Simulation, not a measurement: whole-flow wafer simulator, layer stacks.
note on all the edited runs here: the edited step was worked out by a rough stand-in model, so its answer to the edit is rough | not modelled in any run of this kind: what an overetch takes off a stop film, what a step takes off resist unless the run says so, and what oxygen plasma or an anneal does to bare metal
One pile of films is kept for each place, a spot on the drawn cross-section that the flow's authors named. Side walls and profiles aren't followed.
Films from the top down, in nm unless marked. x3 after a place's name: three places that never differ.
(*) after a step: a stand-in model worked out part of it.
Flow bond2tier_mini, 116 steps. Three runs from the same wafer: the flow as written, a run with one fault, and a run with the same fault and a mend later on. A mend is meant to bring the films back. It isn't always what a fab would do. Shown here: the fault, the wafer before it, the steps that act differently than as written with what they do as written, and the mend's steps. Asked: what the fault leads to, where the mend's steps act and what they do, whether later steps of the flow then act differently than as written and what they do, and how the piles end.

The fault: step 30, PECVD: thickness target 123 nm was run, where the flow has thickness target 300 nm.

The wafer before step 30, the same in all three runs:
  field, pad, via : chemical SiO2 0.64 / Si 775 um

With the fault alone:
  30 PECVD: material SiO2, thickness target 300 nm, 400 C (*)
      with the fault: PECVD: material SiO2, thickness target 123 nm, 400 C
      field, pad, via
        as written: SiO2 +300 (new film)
        with the fault: SiO2 +123 (new film)
  No later step of the flow acts differently than as written at any place that is followed.
  At the end the piles differ from the flow's by more than 2% or 0.5 nm, whichever is larger, at field, pad.
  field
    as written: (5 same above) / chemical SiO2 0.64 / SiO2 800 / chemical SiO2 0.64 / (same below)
    with the fault: (5 same above) / chemical SiO2 0.64 / SiO2 623 / chemical SiO2 0.64 / (same below)
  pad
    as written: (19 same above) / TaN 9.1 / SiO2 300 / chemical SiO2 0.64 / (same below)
    with the fault: (19 same above) / TaN 9.1 / SiO2 123 / chemical SiO2 0.64 / (same below)

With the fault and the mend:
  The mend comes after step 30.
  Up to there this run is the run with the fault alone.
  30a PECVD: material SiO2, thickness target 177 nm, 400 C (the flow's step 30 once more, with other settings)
      field, pad, via
        SiO2 +177
  No later step of the flow acts differently than as written at any place that is followed.
  At the end the piles are the same as the flow's at every place that both follow.
